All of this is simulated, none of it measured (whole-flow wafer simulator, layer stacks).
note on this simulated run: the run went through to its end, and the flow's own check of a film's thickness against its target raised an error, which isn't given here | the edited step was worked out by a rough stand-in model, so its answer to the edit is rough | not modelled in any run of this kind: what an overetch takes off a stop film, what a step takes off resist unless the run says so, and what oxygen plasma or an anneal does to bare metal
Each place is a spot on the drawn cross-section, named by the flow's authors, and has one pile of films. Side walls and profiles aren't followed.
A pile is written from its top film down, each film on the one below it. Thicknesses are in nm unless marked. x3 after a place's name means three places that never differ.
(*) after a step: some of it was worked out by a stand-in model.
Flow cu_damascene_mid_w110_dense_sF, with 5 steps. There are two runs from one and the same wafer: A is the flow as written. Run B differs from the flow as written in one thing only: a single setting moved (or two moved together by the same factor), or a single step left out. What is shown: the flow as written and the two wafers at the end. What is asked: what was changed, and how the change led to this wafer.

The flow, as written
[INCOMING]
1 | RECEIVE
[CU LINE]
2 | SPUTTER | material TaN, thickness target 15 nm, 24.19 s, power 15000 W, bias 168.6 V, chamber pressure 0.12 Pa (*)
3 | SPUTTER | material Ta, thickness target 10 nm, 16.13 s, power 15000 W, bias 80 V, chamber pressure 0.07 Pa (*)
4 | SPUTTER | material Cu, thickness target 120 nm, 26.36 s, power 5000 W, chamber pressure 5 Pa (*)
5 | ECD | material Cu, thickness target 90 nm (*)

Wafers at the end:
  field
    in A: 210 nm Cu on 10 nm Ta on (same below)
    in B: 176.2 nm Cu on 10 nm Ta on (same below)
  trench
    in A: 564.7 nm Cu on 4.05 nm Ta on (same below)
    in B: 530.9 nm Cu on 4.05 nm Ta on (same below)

The reason: step 5, ECD: thickness target 56.2 nm was run, while the flow as written has thickness target 90 nm.

The path from the change to this, step by step:
  5 | ECD | material Cu, thickness target 90 nm (*)
      field: A +90 Cu | B +56.2 Cu
      trench: A +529 Cu | B +495.2 Cu
